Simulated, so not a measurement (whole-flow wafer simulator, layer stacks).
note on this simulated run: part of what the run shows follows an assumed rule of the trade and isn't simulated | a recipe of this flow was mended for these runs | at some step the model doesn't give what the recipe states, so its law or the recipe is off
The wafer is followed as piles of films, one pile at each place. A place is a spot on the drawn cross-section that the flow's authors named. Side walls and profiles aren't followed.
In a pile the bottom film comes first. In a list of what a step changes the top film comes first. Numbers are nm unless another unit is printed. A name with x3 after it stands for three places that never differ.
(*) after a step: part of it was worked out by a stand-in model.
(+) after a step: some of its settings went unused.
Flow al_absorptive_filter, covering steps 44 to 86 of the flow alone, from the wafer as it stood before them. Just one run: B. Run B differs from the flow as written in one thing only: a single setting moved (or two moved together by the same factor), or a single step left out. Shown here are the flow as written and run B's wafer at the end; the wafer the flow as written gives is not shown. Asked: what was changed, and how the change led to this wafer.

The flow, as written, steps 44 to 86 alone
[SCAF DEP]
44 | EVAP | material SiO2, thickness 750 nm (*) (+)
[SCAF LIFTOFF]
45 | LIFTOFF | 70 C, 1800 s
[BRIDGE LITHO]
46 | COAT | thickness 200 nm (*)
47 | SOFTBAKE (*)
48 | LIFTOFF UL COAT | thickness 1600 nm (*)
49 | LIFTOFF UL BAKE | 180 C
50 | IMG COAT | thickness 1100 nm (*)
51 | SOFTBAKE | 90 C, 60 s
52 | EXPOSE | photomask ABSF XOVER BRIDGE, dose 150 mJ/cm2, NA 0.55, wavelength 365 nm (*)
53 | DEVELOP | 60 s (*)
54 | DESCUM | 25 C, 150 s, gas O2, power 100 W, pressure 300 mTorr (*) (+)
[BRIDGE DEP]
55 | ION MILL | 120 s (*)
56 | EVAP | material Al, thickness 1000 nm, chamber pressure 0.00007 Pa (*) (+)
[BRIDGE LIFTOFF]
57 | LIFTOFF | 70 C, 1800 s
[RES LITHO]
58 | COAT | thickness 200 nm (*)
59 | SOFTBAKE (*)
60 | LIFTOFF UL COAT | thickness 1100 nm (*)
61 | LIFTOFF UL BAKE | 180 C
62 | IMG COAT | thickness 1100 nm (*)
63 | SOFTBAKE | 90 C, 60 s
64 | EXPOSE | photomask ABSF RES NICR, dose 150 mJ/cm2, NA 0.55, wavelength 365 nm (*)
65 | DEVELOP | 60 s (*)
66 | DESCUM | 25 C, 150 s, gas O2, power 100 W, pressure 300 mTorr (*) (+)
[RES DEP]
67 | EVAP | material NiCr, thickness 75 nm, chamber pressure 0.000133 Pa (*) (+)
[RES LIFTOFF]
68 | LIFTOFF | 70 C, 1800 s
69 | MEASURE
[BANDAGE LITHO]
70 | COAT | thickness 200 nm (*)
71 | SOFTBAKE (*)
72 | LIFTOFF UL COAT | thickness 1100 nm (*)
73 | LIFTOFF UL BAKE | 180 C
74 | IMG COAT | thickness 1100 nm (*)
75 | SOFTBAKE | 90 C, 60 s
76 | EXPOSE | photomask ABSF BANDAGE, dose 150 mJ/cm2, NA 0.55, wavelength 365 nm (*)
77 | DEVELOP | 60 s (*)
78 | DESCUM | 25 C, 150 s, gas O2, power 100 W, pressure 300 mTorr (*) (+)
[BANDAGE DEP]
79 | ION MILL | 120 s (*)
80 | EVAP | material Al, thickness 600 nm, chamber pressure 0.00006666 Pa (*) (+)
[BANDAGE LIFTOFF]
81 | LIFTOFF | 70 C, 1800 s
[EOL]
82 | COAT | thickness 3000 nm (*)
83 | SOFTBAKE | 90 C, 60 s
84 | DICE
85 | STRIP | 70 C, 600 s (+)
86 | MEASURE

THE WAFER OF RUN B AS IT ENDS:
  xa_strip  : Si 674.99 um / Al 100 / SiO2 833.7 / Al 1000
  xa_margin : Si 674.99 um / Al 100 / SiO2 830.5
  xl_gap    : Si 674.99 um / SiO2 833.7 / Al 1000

The reason: step 44, EVAP: thickness 858 nm was run, whereas the flow has thickness 750 nm.

The path from the change to this, step by step:
  44 | EVAP | material SiO2, thickness 750 nm (*) (+)
      gnd, pad_far, pad_near and 10 more: +858 SiO2 (new film) (in the flow as written it would be: +750 SiO2 (new film))
      xa_margin: +830.5 SiO2 (new film) (in the flow as written it would be: +726 SiO2 (new film))
  45 | LIFTOFF | 70 C, 1800 s
      gnd, xa_field, xl_land, idc_field: -858 SiO2 (all of it), -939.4 i-line-resist (all of it), -1100 lift-off-underlayer (all of it), -200 acrylic-e-beam-resist (all of it) (in the flow as written it would be: -750 SiO2 (all of it), -939.4 i-line-resist (all of it), -1100 lift-off-underlayer (all of it), -200 acrylic-e-beam-resist (all of it))
      pad_far: -858 SiO2 (all of it), -937 i-line-resist (all of it), -1092.7 lift-off-underlayer (all of it), -198.5 acrylic-e-beam-resist (all of it) (in the flow as written it would be: -750 SiO2 (all of it), -937 i-line-resist (all of it), -1092.7 lift-off-underlayer (all of it), -198.5 acrylic-e-beam-resist (all of it))
      (as well as at 5 more places)
  46 | COAT | thickness 200 nm (*)
      xa_margin: +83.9 acrylic-e-beam-resist (new film) (in the flow as written it would be: +87.1 acrylic-e-beam-resist (new film))
      xa_strip: +147.8 acrylic-e-beam-resist (new film) (in the flow as written it would be: +156.7 acrylic-e-beam-resist (new film))
      (as well as at 2 more places)
  48 | LIFTOFF UL COAT | thickness 1600 nm (*)
      xa_margin: +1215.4 lift-off-underlayer (new film) (in the flow as written it would be: +1268 lift-off-underlayer (new film))
      xa_strip: +1176.2 lift-off-underlayer (new film) (in the flow as written it would be: +1219 lift-off-underlayer (new film))
      (as well as at 2 more places)
  50 | IMG COAT | thickness 1100 nm (*)
      xa_strip: +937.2 i-line-resist (new film) (in the flow as written it would be: +962 i-line-resist (new film))
      xl_turn: +945.1 i-line-resist (new film) (in the flow as written it would be: +969.7 i-line-resist (new film))
  53 | DEVELOP | 60 s (*)
      xa_strip: -934.9 i-line-resist (all of it), -1176.2 lift-off-underlayer (all of it) (in the flow as written it would be: -960.1 i-line-resist (all of it), -1219 lift-off-underlayer (all of it))
      xl_gap: -981.8 i-line-resist (all of it), -1263.7 lift-off-underlayer (all of it) (in the flow as written it would be: -1001.2 i-line-resist (all of it), -1316.9 lift-off-underlayer (all of it))
      (as well as at 1 more place)
  54 | DESCUM | 25 C, 150 s, gas O2, power 100 W, pressure 300 mTorr (*) (+)
      xa_strip: -147.8 acrylic-e-beam-resist (all of it) (in the flow as written it would be: -156.7 acrylic-e-beam-resist (all of it))
      xl_gap: -91.2 acrylic-e-beam-resist (all of it) (in the flow as written it would be: -97.9 acrylic-e-beam-resist (all of it))
      (as well as at 1 more place)
  57 | LIFTOFF | 70 C, 1800 s
      xa_margin: -1000 Al (all of it), -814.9 i-line-resist (all of it), -1215.4 lift-off-underlayer (all of it), -83.9 acrylic-e-beam-resist (all of it) (in the flow as written it would be: -1000 Al (all of it), -836.1 i-line-resist (all of it), -1268 lift-off-underlayer (all of it), -87.1 acrylic-e-beam-resist (all of it))
  58 | COAT | thickness 200 nm (*)
      xa_margin: +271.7 acrylic-e-beam-resist (new film) (in the flow as written it would be: +288.1 acrylic-e-beam-resist (new film))
      xa_strip: +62 acrylic-e-beam-resist (new film) (in the flow as written it would be: +66.9 acrylic-e-beam-resist (new film))
      (as well as at 2 more places)
  60 | LIFTOFF UL COAT | thickness 1100 nm (*)
      xa_margin: +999 lift-off-underlayer (new film) (in the flow as written it would be: +1021 lift-off-underlayer (new film))
      xa_strip: +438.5 lift-off-underlayer (new film) (in the flow as written it would be: +459.8 lift-off-underlayer (new film))
      (as well as at 2 more places)
  62 | IMG COAT | thickness 1100 nm (*)
      xa_margin: +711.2 i-line-resist (new film) (in the flow as written it would be: +741.1 i-line-resist (new film))
      xa_strip: +538 i-line-resist (new film) (in the flow as written it would be: +577.9 i-line-resist (new film))
      (as well as at 2 more places)
  68 | LIFTOFF | 70 C, 1800 s
      xa_margin: -75 NiCr (all of it), -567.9 i-line-resist (all of it), -999 lift-off-underlayer (all of it), -271.7 acrylic-e-beam-resist (all of it) (in the flow as written it would be: -75 NiCr (all of it), -598.1 i-line-resist (all of it), -1021 lift-off-underlayer (all of it), -288.1 acrylic-e-beam-resist (all of it))
      xa_strip: -75 NiCr (all of it), -393.6 i-line-resist (all of it), -438.5 lift-off-underlayer (all of it), -62 acrylic-e-beam-resist (all of it) (in the flow as written it would be: -75 NiCr (all of it), -433.3 i-line-resist (all of it), -459.8 lift-off-underlayer (all of it), -66.9 acrylic-e-beam-resist (all of it))
      (as well as at 2 more places)
  70 | COAT | thickness 200 nm (*)
      xa_margin: +271.7 acrylic-e-beam-resist (new film) (in the flow as written it would be: +288.1 acrylic-e-beam-resist (new film))
      xa_strip: +62 acrylic-e-beam-resist (new film) (in the flow as written it would be: +66.9 acrylic-e-beam-resist (new film))
      (as well as at 2 more places)
  72 | LIFTOFF UL COAT | thickness 1100 nm (*)
      xa_margin: +999 lift-off-underlayer (new film) (in the flow as written it would be: +1021 lift-off-underlayer (new film))
      xa_strip: +438.5 lift-off-underlayer (new film) (in the flow as written it would be: +459.8 lift-off-underlayer (new film))
      (as well as at 2 more places)
  74 | IMG COAT | thickness 1100 nm (*)
      xa_margin: +711.2 i-line-resist (new film) (in the flow as written it would be: +741.1 i-line-resist (new film))
      xa_strip: +538 i-line-resist (new film) (in the flow as written it would be: +577.9 i-line-resist (new film))
      (as well as at 2 more places)
  81 | LIFTOFF | 70 C, 1800 s
      xa_margin: -600 Al (all of it), -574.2 i-line-resist (all of it), -999 lift-off-underlayer (all of it), -271.7 acrylic-e-beam-resist (all of it) (in the flow as written it would be: -600 Al (all of it), -604.4 i-line-resist (all of it), -1021 lift-off-underlayer (all of it), -288.1 acrylic-e-beam-resist (all of it))
      xa_strip: -600 Al (all of it), -399.9 i-line-resist (all of it), -438.5 lift-off-underlayer (all of it), -62 acrylic-e-beam-resist (all of it) (in the flow as written it would be: -600 Al (all of it), -439.6 i-line-resist (all of it), -459.8 lift-off-underlayer (all of it), -66.9 acrylic-e-beam-resist (all of it))
      (as well as at 2 more places)
  ... another 2 steps ...
  85 | STRIP | 70 C, 600 s (+)
      xa_margin: -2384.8 i-line-resist (all of it) (in the flow as written it would be: -2469.3 i-line-resist (all of it))
      xa_strip: -1390.5 i-line-resist (all of it) (in the flow as written it would be: -1477 i-line-resist (all of it))
      (as well as at 2 more places)
